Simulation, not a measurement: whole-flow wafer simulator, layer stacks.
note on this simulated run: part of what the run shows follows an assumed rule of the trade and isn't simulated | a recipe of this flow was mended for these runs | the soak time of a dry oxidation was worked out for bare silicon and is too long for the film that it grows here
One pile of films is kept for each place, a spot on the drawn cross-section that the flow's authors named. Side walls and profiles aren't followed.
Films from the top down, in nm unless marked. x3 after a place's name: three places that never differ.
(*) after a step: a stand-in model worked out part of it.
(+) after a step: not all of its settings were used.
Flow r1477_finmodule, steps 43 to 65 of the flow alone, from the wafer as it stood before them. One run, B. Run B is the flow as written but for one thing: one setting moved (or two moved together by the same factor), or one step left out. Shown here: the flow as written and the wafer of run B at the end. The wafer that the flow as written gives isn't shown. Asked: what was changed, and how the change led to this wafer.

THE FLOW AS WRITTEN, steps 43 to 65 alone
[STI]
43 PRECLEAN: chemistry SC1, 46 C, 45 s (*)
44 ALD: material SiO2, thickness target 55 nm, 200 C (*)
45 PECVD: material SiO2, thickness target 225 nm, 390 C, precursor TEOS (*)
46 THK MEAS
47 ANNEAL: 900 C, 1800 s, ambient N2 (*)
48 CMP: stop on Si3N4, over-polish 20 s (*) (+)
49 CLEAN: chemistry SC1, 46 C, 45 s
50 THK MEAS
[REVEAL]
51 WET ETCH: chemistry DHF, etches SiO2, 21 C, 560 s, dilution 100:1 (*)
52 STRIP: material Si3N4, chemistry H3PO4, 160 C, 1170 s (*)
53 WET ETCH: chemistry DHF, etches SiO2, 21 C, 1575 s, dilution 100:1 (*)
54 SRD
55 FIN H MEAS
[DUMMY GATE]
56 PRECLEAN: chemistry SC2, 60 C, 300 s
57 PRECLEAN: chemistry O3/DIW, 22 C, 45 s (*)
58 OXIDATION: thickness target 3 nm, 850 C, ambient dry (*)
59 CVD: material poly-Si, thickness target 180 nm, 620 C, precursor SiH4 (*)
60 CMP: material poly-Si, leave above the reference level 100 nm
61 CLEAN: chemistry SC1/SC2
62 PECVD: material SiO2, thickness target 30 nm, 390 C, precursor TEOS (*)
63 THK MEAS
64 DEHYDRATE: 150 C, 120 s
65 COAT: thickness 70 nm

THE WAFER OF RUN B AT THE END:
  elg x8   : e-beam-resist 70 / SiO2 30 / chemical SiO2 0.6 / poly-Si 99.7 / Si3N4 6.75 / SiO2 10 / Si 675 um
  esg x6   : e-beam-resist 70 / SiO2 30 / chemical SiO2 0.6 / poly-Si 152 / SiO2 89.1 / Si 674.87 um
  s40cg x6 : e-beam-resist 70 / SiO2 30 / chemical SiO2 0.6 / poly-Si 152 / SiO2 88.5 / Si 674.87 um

The cause: step 51, WET ETCH: 378 s was run, where the flow has 560 s.

How the change led to this, step by step:
  51 WET ETCH: chemistry DHF, etches SiO2, 21 C, 560 s, dilution 100:1 (*)
      elg x8: SiO2 -19 (as written it would be: SiO2 -22.3 (all of it), Si3N4 -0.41)
      esg x6, e200sg x2, s40cg x6, s40sg x6: SiO2 -19 (as written it would be: SiO2 -28.1)
      (and at 2 more places)
  52 STRIP: material Si3N4, chemistry H3PO4, 160 C, 1170 s (*)
      elg x8: SiO2 -3.31 (all of it), Si3N4 -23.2 (as written it would be: Si3N4 -33.9 (all of it), SiO2 -2.15)
  53 WET ETCH: chemistry DHF, etches SiO2, 21 C, 1575 s, dilution 100:1 (*)
      elg x8: Si3N4 -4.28 (as written it would be: SiO2 -7.85 (all of it))
  57 PRECLEAN: chemistry O3/DIW, 22 C, 45 s (*)
      elg x8: nothing (as written it would be: chemical SiO2 +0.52, Si -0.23)
  58 OXIDATION: thickness target 3 nm, 850 C, ambient dry (*)
      elg x8: nothing (as written it would be: SiO2 +3 (new film), chemical SiO2 -0.85 (all of it), Si -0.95)
  59 CVD: material poly-Si, thickness target 180 nm, 620 C, precursor SiH4 (*)
      s40cg x6, s40sg x6: poly-Si +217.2 (new film) (as written it would be: poly-Si +226.3 (new film))
      esg x6: poly-Si +232.3 (new film) (as written it would be: poly-Si +226.3 (new film))
      (and at 2 more places)
  60 CMP: material poly-Si, leave above the reference level 100 nm
      s40cg x6, s40sg x6, s40sg_line x6: poly-Si -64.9 (as written it would be: poly-Si -80)
      pad x2: poly-Si -19.6 (as written it would be: poly-Si -24.8)
      (and at 2 more places)
